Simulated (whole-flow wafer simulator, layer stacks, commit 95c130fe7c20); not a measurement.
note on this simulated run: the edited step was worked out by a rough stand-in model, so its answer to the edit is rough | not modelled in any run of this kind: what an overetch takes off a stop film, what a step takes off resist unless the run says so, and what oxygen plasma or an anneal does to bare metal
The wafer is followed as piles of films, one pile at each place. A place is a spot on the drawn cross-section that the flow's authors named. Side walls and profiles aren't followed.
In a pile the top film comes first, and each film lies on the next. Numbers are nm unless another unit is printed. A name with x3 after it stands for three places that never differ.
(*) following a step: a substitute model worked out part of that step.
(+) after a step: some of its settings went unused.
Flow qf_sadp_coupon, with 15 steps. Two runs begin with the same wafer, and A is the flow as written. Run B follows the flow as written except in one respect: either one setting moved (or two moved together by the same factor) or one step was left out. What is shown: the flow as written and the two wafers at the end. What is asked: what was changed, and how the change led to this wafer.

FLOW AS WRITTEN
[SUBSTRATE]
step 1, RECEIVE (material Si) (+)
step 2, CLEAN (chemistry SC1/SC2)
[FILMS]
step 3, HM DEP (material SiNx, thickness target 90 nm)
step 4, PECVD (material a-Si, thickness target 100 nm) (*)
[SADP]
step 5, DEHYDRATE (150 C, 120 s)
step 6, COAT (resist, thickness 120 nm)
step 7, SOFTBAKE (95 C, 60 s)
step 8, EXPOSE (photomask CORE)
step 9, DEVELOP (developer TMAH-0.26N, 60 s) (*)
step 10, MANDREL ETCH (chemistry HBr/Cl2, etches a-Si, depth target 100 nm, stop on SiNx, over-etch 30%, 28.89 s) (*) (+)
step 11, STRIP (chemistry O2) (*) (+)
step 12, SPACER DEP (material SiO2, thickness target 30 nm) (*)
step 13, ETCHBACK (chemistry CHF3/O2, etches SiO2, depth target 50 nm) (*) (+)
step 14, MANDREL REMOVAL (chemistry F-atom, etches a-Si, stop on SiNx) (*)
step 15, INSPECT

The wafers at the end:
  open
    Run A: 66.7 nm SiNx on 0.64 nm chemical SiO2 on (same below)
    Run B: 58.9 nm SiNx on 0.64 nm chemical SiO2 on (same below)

What caused this: step 4, PECVD: thickness target 45.7 nm was run, though the flow has thickness target 100 nm.

The path from the change to this, step by step:
  step 4, PECVD (material a-Si, thickness target 100 nm) (*)
      m, open: A +100 a-Si (new film) | B +45.7 a-Si (new film)
  step 10, MANDREL ETCH (chemistry HBr/Cl2, etches a-Si, depth target 100 nm, stop on SiNx, over-etch 30%, 28.89 s) (*) (+)
      open: A -100 a-Si (all of it), -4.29 SiNx | B -45.7 a-Si (all of it), -12 SiNx
  step 14, MANDREL REMOVAL (chemistry F-atom, etches a-Si, stop on SiNx) (*)
      m: A -95.8 a-Si (all of it) | B -41.5 a-Si (all of it)
